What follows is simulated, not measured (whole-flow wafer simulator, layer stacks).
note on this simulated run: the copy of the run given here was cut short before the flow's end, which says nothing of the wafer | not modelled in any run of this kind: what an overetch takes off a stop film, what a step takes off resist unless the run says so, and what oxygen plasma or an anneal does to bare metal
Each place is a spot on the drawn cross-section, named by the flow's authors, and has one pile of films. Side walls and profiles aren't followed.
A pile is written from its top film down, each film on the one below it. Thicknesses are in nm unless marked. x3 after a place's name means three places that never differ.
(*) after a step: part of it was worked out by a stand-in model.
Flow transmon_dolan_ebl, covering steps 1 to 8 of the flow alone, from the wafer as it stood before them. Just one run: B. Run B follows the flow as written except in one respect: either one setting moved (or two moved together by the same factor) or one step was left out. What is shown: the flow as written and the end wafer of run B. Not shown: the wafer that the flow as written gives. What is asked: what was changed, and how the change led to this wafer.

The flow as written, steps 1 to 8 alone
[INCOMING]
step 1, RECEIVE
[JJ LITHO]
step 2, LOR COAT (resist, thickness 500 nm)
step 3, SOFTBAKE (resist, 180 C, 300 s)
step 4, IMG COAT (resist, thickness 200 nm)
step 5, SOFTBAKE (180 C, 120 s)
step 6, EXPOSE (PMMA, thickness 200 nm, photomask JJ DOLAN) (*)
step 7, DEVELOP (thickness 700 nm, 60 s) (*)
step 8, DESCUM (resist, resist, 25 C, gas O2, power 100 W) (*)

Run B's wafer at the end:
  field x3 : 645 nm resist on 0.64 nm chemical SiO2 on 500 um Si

What caused this: step 4, IMG COAT: thickness 160 nm was run, while the flow as written has thickness 200 nm.

How this came from the change, step by step:
  step 4, IMG COAT (resist, thickness 200 nm)
      field x3, jj_line: resist gains 160 (in the flow as written it would be: resist gains 200)
  step 7, DEVELOP (thickness 700 nm, 60 s) (*)
      jj_line: resist loses 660 (all of it) (in the flow as written it would be: resist loses 700 (all of it))
